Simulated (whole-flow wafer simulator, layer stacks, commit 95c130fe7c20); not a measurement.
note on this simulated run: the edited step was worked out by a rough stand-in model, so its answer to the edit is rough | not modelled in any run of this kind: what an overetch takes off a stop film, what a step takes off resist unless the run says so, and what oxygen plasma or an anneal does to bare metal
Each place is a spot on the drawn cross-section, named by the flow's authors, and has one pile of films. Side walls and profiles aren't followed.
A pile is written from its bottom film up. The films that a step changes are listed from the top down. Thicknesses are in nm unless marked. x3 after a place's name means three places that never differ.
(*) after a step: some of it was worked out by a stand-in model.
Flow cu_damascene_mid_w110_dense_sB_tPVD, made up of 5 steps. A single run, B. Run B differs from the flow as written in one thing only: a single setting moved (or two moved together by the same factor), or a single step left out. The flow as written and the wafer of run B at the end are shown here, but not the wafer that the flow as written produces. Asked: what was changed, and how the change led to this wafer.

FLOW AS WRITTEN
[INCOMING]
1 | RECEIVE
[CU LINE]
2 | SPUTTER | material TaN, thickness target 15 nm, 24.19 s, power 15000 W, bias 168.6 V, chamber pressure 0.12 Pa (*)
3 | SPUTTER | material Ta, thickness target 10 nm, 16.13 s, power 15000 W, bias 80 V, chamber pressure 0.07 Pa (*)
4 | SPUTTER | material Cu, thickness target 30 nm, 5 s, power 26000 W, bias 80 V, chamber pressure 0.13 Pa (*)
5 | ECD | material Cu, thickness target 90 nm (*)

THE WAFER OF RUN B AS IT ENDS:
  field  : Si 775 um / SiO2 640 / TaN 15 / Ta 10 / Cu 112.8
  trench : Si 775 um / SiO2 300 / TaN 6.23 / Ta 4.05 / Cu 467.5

The reason: step 4, SPUTTER: power 19760 W was run, whereas the flow has power 26000 W.

Step by step, how the change led to this:
  4 | SPUTTER | material Cu, thickness target 30 nm, 5 s, power 26000 W, bias 80 V, chamber pressure 0.13 Pa (*)
      field: Cu gains 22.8 (new film) (it would be, as written: Cu gains 30 (new film))
      trench: Cu gains 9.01 (new film) (it would be, as written: Cu gains 12.5 (new film))
